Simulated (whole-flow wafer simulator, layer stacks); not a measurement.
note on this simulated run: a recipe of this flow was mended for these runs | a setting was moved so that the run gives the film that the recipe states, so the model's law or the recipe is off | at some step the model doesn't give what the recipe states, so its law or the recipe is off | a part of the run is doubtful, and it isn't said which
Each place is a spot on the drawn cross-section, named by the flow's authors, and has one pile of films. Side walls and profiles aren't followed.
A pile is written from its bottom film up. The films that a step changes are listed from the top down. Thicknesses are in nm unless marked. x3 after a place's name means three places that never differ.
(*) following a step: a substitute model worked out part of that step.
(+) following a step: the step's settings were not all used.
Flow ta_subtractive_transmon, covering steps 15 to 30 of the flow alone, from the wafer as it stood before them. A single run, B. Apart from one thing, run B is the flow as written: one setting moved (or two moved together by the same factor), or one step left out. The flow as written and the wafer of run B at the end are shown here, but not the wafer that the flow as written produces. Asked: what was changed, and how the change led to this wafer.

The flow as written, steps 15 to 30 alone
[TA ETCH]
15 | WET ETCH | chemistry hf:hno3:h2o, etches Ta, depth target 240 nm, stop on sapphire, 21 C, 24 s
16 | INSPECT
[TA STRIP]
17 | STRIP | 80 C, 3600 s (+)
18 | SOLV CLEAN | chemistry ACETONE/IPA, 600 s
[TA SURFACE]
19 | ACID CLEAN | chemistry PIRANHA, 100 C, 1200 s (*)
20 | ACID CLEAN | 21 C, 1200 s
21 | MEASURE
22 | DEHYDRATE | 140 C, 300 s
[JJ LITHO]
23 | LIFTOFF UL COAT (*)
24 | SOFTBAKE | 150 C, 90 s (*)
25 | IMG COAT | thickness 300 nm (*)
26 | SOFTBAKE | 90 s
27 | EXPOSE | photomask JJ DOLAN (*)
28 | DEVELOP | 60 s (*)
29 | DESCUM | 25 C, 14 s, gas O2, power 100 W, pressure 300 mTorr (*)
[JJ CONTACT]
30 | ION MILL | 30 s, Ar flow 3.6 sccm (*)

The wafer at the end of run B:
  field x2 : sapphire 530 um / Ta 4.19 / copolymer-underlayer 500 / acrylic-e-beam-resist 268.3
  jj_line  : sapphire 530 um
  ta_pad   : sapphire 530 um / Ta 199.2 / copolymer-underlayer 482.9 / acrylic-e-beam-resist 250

What caused this: step 15, WET ETCH: 19.5 s was run, while the flow as written has 24 s.

How this came from the change, step by step:
  15 | WET ETCH | chemistry hf:hno3:h2o, etches Ta, depth target 240 nm, stop on sapphire, 21 C, 24 s
      field x2, jj_line, lead: -195 Ta (as written it would have been: -199.7 Ta (all of it))
  30 | ION MILL | 30 s, Ar flow 3.6 sccm (*)
      jj_line, lead: -4.19 Ta (all of it), -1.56 sapphire (as written it would have been: -2.8 sapphire)
If metal films that touch count as one body, field x2 has 1 body; the flow as written gives 0 bodies.
